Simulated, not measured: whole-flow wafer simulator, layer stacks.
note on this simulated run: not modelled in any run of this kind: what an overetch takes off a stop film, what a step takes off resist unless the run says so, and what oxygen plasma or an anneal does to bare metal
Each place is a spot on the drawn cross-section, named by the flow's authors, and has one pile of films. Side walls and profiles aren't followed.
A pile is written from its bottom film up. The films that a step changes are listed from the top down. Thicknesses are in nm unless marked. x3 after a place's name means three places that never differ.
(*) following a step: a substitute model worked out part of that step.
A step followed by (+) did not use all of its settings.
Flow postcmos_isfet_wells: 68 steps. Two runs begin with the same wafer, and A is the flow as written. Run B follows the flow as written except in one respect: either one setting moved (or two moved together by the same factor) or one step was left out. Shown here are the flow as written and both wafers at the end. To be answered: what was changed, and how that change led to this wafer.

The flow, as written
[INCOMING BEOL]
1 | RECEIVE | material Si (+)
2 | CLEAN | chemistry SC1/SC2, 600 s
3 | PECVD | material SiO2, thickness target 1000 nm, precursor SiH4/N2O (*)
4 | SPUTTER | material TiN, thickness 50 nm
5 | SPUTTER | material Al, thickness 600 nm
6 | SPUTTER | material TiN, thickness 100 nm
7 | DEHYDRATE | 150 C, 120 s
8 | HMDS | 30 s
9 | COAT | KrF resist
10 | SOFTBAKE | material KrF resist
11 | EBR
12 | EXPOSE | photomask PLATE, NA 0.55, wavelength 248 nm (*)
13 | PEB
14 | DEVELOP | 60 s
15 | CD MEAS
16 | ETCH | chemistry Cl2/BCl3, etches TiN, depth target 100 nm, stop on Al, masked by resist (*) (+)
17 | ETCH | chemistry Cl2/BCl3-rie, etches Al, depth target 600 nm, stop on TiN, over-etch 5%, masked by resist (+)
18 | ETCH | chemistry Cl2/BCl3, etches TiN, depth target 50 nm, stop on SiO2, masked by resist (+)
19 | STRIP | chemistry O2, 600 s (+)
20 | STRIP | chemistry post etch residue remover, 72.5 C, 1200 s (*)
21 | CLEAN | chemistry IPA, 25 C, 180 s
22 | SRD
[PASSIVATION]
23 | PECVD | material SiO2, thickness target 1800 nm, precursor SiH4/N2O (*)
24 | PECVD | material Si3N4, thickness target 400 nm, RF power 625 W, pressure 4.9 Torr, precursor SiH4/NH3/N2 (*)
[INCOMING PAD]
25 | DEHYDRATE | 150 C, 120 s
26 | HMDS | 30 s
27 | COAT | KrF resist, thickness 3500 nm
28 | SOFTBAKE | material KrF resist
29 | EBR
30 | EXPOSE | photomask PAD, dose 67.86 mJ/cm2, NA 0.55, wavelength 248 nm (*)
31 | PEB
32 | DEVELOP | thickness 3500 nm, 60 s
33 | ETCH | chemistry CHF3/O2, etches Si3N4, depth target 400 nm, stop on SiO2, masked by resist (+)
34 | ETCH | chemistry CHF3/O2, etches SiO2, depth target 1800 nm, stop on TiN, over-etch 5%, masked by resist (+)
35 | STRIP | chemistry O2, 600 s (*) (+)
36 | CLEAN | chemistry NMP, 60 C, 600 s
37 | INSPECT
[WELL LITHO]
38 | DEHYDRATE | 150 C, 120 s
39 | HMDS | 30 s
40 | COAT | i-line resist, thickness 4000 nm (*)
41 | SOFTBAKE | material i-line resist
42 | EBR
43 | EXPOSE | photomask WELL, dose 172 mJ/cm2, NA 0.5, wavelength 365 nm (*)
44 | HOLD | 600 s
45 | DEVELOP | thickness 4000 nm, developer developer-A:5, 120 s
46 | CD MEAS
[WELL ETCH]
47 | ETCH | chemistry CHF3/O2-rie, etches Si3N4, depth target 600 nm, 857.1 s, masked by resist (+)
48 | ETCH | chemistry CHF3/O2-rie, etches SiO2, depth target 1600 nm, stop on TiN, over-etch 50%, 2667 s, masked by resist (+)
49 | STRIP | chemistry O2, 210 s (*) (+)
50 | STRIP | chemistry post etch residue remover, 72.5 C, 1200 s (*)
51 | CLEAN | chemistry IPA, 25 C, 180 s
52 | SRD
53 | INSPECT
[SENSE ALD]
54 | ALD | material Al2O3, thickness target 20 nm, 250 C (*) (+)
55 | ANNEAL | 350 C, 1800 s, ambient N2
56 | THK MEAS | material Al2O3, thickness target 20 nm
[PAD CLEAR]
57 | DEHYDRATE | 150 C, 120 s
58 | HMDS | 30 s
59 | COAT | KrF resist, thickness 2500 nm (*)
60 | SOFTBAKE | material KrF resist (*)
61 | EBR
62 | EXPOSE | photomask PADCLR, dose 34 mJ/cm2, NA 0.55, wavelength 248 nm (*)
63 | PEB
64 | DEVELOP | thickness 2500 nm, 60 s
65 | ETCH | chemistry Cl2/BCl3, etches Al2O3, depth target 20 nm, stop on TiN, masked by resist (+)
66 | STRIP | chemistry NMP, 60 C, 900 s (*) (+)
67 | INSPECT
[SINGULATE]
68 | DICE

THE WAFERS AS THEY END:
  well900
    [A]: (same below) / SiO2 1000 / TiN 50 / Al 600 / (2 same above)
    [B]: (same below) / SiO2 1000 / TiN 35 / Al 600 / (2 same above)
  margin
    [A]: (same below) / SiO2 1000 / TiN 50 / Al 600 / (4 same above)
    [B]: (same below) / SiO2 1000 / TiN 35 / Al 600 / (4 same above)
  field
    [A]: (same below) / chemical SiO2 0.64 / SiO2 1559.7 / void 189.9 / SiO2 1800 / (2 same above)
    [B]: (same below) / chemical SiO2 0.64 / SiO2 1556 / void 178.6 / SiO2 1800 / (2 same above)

What caused this: step 4, SPUTTER: thickness 35 nm was run, whereas the flow has thickness 50 nm.
The wafer lets one read it off: well900 has TiN 35, and step 4 as written asks for 50 nm.

The path from the change to this, step by step:
  4 | SPUTTER | material TiN, thickness 50 nm
      field, margin, well900 and 6 more: A +50 TiN (new film) | B +35 TiN (new film)
  18 | ETCH | chemistry Cl2/BCl3, etches TiN, depth target 50 nm, stop on SiO2, masked by resist (+)
      field: A -50 TiN (all of it) | B -35 TiN (all of it)
  23 | PECVD | material SiO2, thickness target 1800 nm, precursor SiH4/N2O (*)
      field: A +1800 SiO2 (new film), +189.9 void (new film), +559.7 SiO2 | B +1800 SiO2 (new film), +178.6 void (new film), +556 SiO2
